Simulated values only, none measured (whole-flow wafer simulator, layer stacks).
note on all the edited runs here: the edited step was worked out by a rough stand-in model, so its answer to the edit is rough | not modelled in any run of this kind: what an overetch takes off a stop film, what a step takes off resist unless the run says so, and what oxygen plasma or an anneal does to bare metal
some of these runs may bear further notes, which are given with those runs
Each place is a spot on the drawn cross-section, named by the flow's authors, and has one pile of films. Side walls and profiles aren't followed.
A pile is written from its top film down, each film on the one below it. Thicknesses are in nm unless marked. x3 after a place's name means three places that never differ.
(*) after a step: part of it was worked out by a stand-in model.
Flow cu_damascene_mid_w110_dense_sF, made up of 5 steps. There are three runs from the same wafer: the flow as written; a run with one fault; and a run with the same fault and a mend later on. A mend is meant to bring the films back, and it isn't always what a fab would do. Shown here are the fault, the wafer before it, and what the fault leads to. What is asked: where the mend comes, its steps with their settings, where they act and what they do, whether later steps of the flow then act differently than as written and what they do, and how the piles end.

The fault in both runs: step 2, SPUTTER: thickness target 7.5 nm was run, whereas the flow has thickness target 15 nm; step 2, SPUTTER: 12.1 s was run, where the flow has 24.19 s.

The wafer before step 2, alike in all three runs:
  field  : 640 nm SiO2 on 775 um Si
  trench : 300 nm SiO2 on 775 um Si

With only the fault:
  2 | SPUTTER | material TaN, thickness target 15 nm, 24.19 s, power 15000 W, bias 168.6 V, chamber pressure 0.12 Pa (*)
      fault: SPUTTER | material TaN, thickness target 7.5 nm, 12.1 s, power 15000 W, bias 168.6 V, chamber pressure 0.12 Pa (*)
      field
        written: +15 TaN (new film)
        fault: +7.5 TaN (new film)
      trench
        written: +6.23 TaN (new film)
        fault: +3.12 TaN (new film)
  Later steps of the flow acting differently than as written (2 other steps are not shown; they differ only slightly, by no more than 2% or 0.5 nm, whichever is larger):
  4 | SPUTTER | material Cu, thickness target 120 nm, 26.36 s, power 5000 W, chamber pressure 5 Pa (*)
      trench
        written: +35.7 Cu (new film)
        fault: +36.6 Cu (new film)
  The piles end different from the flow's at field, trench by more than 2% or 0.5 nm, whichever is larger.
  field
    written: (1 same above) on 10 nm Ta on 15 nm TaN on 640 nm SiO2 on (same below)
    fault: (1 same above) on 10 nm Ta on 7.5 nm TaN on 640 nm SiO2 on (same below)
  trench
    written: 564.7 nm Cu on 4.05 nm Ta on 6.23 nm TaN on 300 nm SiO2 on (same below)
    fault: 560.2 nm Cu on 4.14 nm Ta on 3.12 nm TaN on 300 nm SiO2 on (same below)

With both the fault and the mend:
  The mend stands after step 2.
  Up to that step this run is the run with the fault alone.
  2a | SPUTTER | material TaN, thickness target 7.5 nm, 12.1 s, power 15000 W, bias 168.6 V, chamber pressure 0.12 Pa (*) (the flow's step 2, run once more with other settings)
      field
        +7.5 TaN
      trench
        +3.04 TaN
  None of the later steps of the flow differs from how it acts as written, at any place that is followed, by more than 2% or 0.5 nm, whichever is larger.
  At the end the piles are close to the flow's at the places that both follow, differing by at most 2% or 0.5 nm, whichever is larger.
